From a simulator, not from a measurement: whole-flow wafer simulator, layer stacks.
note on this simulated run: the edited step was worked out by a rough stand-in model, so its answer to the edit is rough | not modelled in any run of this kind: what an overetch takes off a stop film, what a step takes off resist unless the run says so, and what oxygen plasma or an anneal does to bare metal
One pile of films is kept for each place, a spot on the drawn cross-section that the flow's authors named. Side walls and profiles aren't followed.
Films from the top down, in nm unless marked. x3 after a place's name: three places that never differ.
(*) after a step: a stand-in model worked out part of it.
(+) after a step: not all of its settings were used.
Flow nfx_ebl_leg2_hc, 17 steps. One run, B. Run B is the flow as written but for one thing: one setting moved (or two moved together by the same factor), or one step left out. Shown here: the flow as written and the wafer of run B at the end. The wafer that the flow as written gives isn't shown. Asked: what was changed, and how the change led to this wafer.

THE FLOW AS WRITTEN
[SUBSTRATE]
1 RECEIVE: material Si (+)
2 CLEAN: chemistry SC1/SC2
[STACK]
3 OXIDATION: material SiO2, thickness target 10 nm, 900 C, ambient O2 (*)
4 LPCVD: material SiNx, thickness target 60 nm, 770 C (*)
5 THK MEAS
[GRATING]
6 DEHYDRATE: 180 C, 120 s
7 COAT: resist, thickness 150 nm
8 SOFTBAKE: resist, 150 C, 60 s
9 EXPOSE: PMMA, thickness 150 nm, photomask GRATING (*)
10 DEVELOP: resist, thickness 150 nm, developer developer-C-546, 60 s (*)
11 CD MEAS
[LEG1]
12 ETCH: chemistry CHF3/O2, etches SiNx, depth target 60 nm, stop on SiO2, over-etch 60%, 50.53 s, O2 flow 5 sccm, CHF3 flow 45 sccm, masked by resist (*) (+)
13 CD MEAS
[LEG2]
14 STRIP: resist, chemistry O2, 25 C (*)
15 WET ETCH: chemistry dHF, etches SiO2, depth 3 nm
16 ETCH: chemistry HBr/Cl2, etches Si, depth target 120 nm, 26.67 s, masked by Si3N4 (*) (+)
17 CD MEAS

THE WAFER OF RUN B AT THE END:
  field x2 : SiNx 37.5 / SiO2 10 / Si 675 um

The cause: step 4, LPCVD: 758 C was run, where the flow has 770 C.

How the change led to this, step by step:
  4 LPCVD: material SiNx, thickness target 60 nm, 770 C (*)
      field x2, pad x2: SiNx +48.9 (new film) (as written it would be: SiNx +60 (new film))
  12 ETCH: chemistry CHF3/O2, etches SiNx, depth target 60 nm, stop on SiO2, over-etch 60%, 50.53 s, O2 flow 5 sccm, CHF3 flow 45 sccm, masked by resist (*) (+)
      pad x2: SiNx -48.9 (all of it), SiO2 -10 (all of it) (as written it would be: SiNx -60 (all of it), SiO2 -10 (all of it))
